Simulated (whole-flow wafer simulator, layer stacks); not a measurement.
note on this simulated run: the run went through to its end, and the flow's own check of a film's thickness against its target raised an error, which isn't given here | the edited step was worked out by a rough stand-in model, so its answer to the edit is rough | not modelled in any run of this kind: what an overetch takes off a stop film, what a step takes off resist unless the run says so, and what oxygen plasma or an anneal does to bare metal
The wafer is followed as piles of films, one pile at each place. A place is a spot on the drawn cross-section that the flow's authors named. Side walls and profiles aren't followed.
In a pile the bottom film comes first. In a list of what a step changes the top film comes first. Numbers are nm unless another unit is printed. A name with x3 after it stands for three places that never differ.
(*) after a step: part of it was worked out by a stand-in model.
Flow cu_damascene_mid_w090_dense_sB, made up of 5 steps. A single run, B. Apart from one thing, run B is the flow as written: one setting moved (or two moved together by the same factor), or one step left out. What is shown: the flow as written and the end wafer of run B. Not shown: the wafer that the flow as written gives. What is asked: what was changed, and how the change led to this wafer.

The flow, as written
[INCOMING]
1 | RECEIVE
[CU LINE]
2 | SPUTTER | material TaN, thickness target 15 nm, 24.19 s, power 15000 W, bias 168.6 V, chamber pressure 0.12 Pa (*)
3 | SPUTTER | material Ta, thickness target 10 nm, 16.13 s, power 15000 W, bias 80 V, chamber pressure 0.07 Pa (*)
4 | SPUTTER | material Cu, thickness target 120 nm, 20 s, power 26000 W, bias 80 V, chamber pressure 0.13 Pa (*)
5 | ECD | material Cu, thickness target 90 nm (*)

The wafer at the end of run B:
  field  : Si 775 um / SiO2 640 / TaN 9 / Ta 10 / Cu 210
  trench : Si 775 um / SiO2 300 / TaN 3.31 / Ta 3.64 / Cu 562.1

What caused this: step 2, SPUTTER: thickness target 9 nm was run, whereas the flow has thickness target 15 nm; step 2, SPUTTER: 14.51 s was run, where the flow has 24.19 s.
The wafer lets one read it off: field has TaN 9, and step 2 as written asks for 15 nm.

The path from the change to this, step by step:
  2 | SPUTTER | material TaN, thickness target 15 nm, 24.19 s, power 15000 W, bias 168.6 V, chamber pressure 0.12 Pa (*)
      field: TaN gains 9 (new film) (in the flow as written it would be: TaN gains 15 (new film))
      trench: TaN gains 3.31 (new film) (in the flow as written it would be: TaN gains 5.51 (new film))
  4 | SPUTTER | material Cu, thickness target 120 nm, 20 s, power 26000 W, bias 80 V, chamber pressure 0.13 Pa (*)
      trench: Cu gains 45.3 (new film) (in the flow as written it would be: Cu gains 44.3 (new film))
